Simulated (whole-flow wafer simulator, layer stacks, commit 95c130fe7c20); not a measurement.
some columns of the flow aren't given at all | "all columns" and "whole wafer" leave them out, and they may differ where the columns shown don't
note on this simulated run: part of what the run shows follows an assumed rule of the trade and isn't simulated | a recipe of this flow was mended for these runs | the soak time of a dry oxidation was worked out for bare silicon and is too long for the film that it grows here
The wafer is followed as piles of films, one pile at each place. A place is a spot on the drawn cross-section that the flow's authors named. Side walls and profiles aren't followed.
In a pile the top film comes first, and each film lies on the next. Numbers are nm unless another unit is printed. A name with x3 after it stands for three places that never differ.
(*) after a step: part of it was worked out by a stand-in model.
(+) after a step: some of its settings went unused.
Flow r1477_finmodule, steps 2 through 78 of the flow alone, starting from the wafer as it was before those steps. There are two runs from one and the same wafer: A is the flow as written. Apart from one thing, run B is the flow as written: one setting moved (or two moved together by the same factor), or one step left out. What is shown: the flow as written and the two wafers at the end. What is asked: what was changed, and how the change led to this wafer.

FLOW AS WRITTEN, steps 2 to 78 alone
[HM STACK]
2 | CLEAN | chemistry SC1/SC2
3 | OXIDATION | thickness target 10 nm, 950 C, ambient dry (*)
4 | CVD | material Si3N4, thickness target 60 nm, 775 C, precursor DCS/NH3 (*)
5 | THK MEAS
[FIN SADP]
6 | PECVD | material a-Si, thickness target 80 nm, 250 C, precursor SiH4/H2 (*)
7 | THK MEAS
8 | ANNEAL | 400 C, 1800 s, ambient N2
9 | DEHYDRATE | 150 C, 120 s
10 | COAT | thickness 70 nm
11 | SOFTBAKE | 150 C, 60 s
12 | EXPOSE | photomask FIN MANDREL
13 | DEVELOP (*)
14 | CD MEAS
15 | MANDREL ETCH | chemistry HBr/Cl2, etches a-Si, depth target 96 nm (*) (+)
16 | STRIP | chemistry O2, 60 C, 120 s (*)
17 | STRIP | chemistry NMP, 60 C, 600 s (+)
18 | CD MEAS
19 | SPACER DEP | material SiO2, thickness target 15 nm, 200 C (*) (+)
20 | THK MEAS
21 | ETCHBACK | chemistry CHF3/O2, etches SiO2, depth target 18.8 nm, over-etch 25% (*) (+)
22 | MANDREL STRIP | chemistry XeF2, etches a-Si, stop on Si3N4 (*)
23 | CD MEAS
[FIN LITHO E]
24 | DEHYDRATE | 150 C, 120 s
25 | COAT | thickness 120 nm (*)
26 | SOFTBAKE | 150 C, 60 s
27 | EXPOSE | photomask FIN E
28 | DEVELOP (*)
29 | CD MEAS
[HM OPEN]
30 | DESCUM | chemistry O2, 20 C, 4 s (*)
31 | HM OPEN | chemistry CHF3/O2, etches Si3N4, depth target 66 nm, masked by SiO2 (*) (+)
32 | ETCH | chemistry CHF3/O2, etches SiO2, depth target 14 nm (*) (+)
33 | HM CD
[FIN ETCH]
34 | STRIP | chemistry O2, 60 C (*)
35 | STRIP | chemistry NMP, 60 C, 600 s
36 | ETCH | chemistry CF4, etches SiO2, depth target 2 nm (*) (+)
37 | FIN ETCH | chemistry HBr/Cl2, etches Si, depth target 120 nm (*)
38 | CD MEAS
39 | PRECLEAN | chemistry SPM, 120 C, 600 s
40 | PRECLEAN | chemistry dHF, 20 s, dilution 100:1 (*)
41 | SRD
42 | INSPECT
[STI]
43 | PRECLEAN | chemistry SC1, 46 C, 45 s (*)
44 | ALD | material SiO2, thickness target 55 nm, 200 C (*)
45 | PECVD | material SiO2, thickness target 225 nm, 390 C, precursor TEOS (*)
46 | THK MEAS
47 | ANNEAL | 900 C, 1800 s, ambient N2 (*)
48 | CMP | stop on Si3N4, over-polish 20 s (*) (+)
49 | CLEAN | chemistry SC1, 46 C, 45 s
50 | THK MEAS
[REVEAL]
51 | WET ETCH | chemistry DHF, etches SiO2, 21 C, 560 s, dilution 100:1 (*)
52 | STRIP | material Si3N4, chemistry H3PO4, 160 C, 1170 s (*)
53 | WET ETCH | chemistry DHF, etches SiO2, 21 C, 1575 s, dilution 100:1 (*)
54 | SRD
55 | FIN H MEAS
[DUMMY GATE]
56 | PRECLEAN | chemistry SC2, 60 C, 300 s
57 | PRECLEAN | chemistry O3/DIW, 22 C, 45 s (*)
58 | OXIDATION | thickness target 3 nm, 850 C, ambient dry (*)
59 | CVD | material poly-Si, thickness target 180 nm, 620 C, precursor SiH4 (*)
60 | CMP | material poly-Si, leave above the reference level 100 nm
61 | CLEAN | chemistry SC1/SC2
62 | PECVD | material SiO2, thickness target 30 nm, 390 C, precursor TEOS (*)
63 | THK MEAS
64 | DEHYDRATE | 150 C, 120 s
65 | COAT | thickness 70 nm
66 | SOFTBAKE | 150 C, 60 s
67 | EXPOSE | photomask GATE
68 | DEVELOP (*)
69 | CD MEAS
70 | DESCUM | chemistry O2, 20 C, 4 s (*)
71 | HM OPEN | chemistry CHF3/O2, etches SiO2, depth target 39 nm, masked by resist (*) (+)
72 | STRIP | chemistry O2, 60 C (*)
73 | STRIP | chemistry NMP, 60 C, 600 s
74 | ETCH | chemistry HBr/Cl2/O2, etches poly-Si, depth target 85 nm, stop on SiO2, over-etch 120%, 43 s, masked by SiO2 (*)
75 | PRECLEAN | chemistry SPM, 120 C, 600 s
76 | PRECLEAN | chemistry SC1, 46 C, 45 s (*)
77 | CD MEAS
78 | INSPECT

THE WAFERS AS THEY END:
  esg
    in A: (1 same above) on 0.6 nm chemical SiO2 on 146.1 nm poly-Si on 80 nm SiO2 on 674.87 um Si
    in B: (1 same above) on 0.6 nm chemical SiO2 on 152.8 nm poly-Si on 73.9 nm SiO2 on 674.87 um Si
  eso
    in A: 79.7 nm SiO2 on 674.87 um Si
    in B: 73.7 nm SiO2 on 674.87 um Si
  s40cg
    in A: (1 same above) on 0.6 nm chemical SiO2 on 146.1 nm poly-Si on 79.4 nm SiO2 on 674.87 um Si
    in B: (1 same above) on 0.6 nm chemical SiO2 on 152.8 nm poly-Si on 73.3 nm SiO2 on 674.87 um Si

What caused this: step 4, CVD: thickness target 53.2 nm was run, while the flow as written has thickness target 60 nm.

How this came from the change, step by step:
  4 | CVD | material Si3N4, thickness target 60 nm, 775 C, precursor DCS/NH3 (*)
      pad, padg, elg and 33 more: A Si3N4 gains 60 (new film) | B Si3N4 gains 53.2 (new film)
  31 | HM OPEN | chemistry CHF3/O2, etches Si3N4, depth target 66 nm, masked by SiO2 (*) (+)
      pad, padg, esg and 13 more: A Si3N4 loses 54.1 (all of it), SiO2 loses 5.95 | B Si3N4 loses 47.3 (all of it), SiO2 loses 9.35
      s40cg, s45cg, s50cg, s40co, s45co, s50co: A Si3N4 loses 60 (all of it), SiO2 loses 3 | B Si3N4 loses 53.2 (all of it), SiO2 loses 6.4
  32 | ETCH | chemistry CHF3/O2, etches SiO2, depth target 14 nm (*) (+)
      pad, padg, esg and 13 more: A SiO2 loses 4.05 (all of it), Si loses 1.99 | B SiO2 loses 0.65 (all of it), Si loses 2.67
      s40cg, s45cg, s50cg, s40co, s45co, s50co: A SiO2 loses 7 (all of it), Si loses 1.4 | B SiO2 loses 3.6 (all of it), Si loses 2.08
  44 | ALD | material SiO2, thickness target 55 nm, 200 C (*)
      esg, e40sg, e100sg, e200sg, eso, e40so, e100so, e200so: A SiO2 gains 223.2 (new film) | B SiO2 gains 217.1 (new film)
      s40cg, s45cg, s50cg, s40co, s45co, s50co: A SiO2 gains 263.2 (new film) | B SiO2 gains 257.1 (new film)
      (as well as at 6 more places)
  48 | CMP | stop on Si3N4, over-polish 20 s (*) (+)
      pad, padg: A SiO2 loses 79.4 | B SiO2 loses 85.6
  52 | STRIP | material Si3N4, chemistry H3PO4, 160 C, 1170 s (*)
      elg, e40lg, e100lg, e200lg, elo, e40lo, e100lo, e200lo: A Si3N4 loses 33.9 (all of it), SiO2 loses 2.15 | B Si3N4 loses 27.1 (all of it), SiO2 loses 2.36
      s40sg_line, s45sg_line, s50sg_line, s40so_line, s45so_line, s50so_line: A Si3N4 loses 55.1 (all of it), SiO2 loses 1.49 | B Si3N4 loses 48.3 (all of it), SiO2 loses 1.7
  59 | CVD | material poly-Si, thickness target 180 nm, 620 C, precursor SiH4 (*)
      esg, e40sg, e100sg and 15 more: A poly-Si gains 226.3 (new film) | B poly-Si gains 233.1 (new film)
      e200sg, e200so: A poly-Si gains 219.2 (new film) | B poly-Si gains 233.1 (new film)
  60 | CMP | material poly-Si, leave above the reference level 100 nm
      pad, padg: A poly-Si loses 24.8 | B poly-Si loses 18
      e200sg, e200so: A poly-Si loses 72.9 | B poly-Si loses 80
  74 | ETCH | chemistry HBr/Cl2/O2, etches poly-Si, depth target 85 nm, stop on SiO2, over-etch 120%, 43 s, masked by SiO2 (*)
      eso, e40so, e100so and 7 more: A chemical SiO2 loses 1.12 (all of it), poly-Si loses 143.9 (all of it), SiO2 loses 0.22 | B chemical SiO2 loses 1.12 (all of it), poly-Si loses 150.7 (all of it), SiO2 loses 0.18
      pad: A chemical SiO2 loses 1.12 (all of it), poly-Si loses 152.8 (all of it), SiO2 loses 0.17 | B chemical SiO2 loses 1.12 (all of it), poly-Si loses 159.6 (all of it), SiO2 loses 0.14
